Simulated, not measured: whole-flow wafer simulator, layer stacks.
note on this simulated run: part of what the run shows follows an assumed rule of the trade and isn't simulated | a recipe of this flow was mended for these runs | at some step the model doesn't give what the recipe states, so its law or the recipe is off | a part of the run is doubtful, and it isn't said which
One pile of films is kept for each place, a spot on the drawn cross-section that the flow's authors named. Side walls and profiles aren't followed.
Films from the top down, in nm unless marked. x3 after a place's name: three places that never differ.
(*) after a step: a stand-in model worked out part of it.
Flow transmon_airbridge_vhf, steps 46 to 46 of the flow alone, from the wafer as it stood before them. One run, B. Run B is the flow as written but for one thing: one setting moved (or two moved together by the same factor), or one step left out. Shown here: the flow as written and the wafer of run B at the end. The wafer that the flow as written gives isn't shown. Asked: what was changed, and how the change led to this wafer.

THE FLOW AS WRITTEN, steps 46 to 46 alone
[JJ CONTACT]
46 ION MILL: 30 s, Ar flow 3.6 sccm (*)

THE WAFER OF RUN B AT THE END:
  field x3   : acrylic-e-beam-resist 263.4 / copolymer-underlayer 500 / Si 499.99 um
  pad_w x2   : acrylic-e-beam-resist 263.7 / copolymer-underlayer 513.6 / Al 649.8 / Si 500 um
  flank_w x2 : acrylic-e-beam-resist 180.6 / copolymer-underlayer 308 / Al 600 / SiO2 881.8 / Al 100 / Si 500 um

The cause: step 46, ION MILL: 39 s was run, where the flow has 30 s.

How the change led to this, step by step:
  46 ION MILL: 30 s, Ar flow 3.6 sccm (*)
      field x3, ground_far x3, pad_w x2, flank_w x2, gap_w x2, cpw_trace, margin_s x2, bridge_strip: acrylic-e-beam-resist -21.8 (as written it would be: acrylic-e-beam-resist -16.8)
      jj_line: Si -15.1 (as written it would be: Si -11.6)
